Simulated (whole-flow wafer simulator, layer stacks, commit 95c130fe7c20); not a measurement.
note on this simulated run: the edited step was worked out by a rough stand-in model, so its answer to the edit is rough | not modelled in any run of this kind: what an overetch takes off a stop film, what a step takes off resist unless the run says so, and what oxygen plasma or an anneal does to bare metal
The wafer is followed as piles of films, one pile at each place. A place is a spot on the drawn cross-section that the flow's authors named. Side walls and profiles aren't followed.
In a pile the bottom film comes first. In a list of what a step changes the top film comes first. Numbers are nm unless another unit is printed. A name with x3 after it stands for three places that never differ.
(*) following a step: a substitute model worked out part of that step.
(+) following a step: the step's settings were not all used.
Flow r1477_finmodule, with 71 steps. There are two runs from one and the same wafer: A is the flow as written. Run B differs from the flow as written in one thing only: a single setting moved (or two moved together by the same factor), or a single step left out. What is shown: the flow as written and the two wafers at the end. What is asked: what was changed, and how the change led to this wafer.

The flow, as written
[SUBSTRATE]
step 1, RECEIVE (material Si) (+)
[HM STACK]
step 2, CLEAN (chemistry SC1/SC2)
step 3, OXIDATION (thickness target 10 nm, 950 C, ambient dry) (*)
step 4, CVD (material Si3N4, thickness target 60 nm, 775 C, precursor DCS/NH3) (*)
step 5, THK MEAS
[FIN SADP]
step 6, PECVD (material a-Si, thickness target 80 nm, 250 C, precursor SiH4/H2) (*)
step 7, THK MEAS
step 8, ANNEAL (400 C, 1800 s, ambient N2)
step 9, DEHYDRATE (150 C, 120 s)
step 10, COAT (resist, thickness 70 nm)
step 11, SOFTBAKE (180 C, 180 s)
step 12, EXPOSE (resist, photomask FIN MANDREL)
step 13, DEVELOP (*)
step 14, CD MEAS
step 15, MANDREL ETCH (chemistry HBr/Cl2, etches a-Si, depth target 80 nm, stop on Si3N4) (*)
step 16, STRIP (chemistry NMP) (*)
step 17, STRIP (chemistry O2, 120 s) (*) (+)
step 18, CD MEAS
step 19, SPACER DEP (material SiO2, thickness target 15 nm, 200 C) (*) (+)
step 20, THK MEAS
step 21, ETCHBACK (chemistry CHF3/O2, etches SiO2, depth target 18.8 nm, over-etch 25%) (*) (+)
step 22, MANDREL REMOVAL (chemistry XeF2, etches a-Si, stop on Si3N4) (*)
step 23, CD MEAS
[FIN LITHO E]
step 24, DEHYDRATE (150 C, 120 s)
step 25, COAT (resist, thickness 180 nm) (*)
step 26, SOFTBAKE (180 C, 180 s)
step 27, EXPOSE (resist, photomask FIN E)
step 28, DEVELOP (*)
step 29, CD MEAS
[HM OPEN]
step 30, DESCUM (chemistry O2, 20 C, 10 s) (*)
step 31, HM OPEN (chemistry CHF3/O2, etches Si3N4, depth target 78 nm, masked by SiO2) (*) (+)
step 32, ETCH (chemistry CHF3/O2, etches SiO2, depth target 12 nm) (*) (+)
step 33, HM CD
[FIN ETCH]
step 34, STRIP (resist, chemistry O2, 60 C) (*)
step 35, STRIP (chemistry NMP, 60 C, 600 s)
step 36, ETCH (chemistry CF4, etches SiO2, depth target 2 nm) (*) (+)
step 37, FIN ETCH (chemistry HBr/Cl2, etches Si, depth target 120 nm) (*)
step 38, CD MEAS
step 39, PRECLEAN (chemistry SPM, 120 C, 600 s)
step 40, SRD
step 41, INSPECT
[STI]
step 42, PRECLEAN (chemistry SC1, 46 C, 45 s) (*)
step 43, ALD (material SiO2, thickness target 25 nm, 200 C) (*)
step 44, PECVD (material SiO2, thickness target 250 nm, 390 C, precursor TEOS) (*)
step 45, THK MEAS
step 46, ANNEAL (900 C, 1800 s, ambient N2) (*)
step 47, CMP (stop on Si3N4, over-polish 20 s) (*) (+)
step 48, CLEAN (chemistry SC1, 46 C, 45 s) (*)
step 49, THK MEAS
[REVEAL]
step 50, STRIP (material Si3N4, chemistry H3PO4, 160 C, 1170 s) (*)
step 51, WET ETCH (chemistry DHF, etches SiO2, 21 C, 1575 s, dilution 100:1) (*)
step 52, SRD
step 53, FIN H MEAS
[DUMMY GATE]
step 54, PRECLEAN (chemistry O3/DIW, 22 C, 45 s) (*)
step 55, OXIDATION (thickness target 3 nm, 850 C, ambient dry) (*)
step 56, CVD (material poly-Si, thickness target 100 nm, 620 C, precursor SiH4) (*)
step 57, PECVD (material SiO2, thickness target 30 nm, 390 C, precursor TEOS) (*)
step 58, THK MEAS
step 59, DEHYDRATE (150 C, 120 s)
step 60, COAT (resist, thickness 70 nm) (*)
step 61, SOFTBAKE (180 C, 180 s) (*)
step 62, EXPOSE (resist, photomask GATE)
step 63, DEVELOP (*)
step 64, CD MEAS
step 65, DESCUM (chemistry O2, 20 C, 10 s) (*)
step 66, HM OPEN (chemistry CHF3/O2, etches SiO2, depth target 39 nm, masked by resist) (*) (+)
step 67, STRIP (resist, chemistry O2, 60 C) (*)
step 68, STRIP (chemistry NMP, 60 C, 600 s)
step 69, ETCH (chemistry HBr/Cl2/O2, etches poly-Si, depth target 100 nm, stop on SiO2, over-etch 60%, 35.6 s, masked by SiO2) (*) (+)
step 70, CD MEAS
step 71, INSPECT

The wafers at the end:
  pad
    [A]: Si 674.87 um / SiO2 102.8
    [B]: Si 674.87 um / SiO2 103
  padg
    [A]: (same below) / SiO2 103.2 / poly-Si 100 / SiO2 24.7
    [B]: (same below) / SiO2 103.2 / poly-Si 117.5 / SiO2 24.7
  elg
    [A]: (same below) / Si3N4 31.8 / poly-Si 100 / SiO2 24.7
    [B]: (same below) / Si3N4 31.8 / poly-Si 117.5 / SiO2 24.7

The reason: step 56, CVD: thickness target 117.5 nm was run, whereas the flow has thickness target 100 nm.
The wafer lets one read it off: padg has poly-Si 117.5, and step 56 as written asks for 100 nm.

How this came from the change, step by step:
  step 56, CVD (material poly-Si, thickness target 100 nm, 620 C, precursor SiH4) (*)
      pad, padg, elg and 26 more: A poly-Si gains 100 (new film) | B poly-Si gains 117.5 (new film)
      s40cg, s40co: A poly-Si gains 113.9 (new film) | B poly-Si gains 131.7 (new film)
      (also at 5 further places)
  step 69, ETCH (chemistry HBr/Cl2/O2, etches poly-Si, depth target 100 nm, stop on SiO2, over-etch 60%, 35.6 s, masked by SiO2) (*) (+)
      elo, e40lo, e100lo, e200lo: A chemical SiO2 loses 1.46 (all of it), poly-Si loses 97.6 (all of it), Si3N4 loses 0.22 | B chemical SiO2 loses 1.46 (all of it), poly-Si loses 115.1 (all of it)
      pad, eso, e40so and 8 more: A chemical SiO2 loses 1.46 (all of it), poly-Si loses 97.6 (all of it), SiO2 loses 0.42 | B chemical SiO2 loses 1.46 (all of it), poly-Si loses 115.1 (all of it), SiO2 loses 0.22
      (also at 3 further places)
